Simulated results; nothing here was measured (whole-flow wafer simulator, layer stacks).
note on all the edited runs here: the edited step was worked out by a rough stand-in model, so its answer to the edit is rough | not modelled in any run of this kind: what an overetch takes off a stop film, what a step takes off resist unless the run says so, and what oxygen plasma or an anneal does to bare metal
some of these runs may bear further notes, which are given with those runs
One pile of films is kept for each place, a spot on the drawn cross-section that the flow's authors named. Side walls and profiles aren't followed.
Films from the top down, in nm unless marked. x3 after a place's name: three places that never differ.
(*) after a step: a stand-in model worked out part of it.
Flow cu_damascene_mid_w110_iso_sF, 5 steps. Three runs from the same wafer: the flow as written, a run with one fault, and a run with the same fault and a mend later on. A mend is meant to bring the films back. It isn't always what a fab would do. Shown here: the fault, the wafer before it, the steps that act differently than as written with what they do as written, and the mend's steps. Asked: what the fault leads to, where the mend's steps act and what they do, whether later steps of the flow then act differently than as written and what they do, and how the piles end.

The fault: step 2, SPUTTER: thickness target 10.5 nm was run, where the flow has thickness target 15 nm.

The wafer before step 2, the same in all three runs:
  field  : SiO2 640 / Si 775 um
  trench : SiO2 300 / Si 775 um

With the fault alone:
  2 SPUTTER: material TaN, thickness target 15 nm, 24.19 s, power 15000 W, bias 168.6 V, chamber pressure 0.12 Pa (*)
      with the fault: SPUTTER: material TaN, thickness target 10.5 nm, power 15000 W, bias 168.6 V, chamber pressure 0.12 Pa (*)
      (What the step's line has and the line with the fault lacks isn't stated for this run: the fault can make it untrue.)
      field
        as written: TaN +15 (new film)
        with the fault: TaN +10.5 (new film)
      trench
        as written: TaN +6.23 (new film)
        with the fault: TaN +4.36 (new film)
  No later step of the flow acts differently than as written, at any place that is followed, by more than 2% or 0.5 nm, whichever is larger.
  At the end the piles differ from the flow's by more than 2% or 0.5 nm, whichever is larger, at field, trench.
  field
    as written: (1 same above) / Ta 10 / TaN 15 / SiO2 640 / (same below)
    with the fault: (1 same above) / Ta 10 / TaN 10.5 / SiO2 640 / (same below)
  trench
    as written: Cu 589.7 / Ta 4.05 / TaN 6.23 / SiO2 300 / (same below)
    with the fault: Cu 587 / Ta 4.1 / TaN 4.36 / SiO2 300 / (same below)

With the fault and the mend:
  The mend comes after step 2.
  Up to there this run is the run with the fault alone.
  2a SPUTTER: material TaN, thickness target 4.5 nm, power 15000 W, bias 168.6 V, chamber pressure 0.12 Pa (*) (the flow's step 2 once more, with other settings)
      field
        TaN +4.5
      trench
        TaN +1.8
  No later step of the flow acts differently than as written, at any place that is followed, by more than 2% or 0.5 nm, whichever is larger.
  At the end the piles differ from the flow's only slightly at the places that both follow, by at most 2% or 0.5 nm, whichever is larger.
